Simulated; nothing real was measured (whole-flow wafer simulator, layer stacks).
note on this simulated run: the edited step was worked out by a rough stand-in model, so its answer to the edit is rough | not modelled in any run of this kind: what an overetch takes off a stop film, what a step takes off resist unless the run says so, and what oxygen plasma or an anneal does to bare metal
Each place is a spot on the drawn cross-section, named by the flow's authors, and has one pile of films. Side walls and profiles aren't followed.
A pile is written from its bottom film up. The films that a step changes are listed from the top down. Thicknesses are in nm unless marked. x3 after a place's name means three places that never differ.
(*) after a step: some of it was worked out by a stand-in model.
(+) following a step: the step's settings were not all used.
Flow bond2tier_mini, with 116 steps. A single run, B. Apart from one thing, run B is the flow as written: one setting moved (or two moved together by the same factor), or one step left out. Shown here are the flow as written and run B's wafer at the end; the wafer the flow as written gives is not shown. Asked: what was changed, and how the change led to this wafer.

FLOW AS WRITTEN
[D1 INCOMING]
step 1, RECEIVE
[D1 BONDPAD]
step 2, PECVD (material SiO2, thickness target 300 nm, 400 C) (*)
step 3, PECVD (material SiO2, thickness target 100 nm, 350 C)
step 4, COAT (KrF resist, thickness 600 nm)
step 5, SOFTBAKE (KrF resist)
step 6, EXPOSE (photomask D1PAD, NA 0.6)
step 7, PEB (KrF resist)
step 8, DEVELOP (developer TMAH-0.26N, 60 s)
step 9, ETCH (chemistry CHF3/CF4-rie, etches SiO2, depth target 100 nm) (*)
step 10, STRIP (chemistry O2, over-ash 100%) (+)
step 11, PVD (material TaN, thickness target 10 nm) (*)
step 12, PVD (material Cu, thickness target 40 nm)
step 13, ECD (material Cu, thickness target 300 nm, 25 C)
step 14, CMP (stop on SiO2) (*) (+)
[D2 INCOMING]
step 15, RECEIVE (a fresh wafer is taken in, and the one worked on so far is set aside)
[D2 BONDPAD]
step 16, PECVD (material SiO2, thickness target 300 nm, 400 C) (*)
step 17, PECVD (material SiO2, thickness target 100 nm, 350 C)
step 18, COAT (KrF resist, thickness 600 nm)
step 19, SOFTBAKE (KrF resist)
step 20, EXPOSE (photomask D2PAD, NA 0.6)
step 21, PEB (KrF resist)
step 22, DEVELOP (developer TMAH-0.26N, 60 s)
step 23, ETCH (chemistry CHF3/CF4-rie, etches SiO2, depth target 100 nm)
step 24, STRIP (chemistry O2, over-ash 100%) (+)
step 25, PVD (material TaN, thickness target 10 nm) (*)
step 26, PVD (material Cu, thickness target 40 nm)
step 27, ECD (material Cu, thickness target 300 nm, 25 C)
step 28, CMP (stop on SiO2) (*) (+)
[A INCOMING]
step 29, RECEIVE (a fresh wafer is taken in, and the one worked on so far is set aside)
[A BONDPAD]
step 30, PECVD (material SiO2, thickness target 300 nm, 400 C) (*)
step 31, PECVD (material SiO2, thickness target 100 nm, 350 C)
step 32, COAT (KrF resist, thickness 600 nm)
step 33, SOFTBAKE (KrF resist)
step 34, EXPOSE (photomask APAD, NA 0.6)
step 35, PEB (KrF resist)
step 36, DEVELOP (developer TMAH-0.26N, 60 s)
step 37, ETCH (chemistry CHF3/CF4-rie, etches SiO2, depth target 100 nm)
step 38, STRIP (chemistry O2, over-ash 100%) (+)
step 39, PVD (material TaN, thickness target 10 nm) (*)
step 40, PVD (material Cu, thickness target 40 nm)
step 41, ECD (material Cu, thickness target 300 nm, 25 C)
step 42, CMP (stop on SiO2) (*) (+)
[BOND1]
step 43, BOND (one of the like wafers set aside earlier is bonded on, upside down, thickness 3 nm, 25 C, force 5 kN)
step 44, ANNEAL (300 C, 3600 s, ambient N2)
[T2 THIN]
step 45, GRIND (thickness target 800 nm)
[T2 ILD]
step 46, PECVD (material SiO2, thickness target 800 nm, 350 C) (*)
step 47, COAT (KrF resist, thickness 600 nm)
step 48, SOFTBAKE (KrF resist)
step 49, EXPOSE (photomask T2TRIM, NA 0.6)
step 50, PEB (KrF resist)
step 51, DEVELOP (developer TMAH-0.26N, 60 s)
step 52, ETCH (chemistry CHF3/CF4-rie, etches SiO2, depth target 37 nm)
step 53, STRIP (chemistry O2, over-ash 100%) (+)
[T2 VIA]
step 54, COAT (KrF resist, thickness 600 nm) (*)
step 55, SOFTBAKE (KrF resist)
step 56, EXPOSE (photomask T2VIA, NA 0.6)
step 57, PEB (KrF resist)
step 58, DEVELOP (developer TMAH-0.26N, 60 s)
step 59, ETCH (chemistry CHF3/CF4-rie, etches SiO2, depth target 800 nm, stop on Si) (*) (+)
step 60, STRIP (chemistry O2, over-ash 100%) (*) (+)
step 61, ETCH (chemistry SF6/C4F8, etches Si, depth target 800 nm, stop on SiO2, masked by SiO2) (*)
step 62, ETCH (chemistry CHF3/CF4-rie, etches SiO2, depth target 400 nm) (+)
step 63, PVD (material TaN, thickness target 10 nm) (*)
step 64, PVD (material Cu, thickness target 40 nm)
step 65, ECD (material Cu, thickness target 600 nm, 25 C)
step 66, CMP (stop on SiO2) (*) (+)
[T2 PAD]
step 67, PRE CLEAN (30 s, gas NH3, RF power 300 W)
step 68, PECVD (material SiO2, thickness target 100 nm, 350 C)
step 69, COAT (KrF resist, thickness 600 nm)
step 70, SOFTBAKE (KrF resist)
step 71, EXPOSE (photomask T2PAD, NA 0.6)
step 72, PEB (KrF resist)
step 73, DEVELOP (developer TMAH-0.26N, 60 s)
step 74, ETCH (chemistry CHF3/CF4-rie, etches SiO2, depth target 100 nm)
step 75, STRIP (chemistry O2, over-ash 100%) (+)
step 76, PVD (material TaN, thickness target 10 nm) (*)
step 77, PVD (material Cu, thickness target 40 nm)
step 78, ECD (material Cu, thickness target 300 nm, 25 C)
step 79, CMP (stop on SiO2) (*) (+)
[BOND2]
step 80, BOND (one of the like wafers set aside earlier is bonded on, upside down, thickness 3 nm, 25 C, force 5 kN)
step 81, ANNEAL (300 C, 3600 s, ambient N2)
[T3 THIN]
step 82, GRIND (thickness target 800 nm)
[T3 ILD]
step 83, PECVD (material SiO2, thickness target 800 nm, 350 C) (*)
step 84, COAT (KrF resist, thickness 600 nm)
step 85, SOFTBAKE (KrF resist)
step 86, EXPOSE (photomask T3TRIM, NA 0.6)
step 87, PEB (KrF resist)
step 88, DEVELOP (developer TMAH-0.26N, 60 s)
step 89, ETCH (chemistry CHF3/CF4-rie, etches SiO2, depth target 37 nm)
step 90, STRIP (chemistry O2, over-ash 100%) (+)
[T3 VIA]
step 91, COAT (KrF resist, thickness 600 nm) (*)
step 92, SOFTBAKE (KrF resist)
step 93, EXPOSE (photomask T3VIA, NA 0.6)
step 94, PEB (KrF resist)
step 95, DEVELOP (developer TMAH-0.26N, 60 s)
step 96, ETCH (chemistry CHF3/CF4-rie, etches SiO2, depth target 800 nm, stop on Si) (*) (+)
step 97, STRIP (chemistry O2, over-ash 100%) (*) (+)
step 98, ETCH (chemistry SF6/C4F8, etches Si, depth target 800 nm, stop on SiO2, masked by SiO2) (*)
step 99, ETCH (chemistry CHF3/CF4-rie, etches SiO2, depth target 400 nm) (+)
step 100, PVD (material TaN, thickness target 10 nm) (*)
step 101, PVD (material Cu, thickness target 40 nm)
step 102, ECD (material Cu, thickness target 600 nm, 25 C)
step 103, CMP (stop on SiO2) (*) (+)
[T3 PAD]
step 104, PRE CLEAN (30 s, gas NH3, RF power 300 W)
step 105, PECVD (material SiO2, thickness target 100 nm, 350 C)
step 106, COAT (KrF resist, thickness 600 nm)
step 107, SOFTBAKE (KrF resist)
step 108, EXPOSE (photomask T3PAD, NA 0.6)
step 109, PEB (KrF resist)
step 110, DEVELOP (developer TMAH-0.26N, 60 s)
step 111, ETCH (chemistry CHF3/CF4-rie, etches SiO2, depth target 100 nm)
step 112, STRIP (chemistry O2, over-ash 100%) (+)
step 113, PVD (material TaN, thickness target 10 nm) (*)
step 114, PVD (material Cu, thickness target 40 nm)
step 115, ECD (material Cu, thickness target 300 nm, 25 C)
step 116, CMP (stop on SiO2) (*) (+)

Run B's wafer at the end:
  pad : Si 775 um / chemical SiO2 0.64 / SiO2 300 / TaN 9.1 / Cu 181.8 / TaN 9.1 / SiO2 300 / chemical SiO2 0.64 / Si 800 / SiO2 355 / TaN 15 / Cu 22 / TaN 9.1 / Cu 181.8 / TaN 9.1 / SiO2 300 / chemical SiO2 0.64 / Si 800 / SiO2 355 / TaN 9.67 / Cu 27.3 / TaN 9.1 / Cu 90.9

What caused this: step 63, PVD: thickness target 15.5 nm was run, though the flow has thickness target 10 nm.

How this came from the change, step by step:
  step 63, PVD (material TaN, thickness target 10 nm) (*)
      field: TaN gains 15.5 (new film) (in the flow as written it would be: TaN gains 10 (new film))
      pad: TaN gains 15 (new film) (in the flow as written it would be: TaN gains 9.67 (new film))
  step 66, CMP (stop on SiO2) (*) (+)
      field: Cu loses 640 (all of it), TaN loses 15.5 (all of it) (in the flow as written it would be: Cu loses 640 (all of it), TaN loses 10 (all of it))
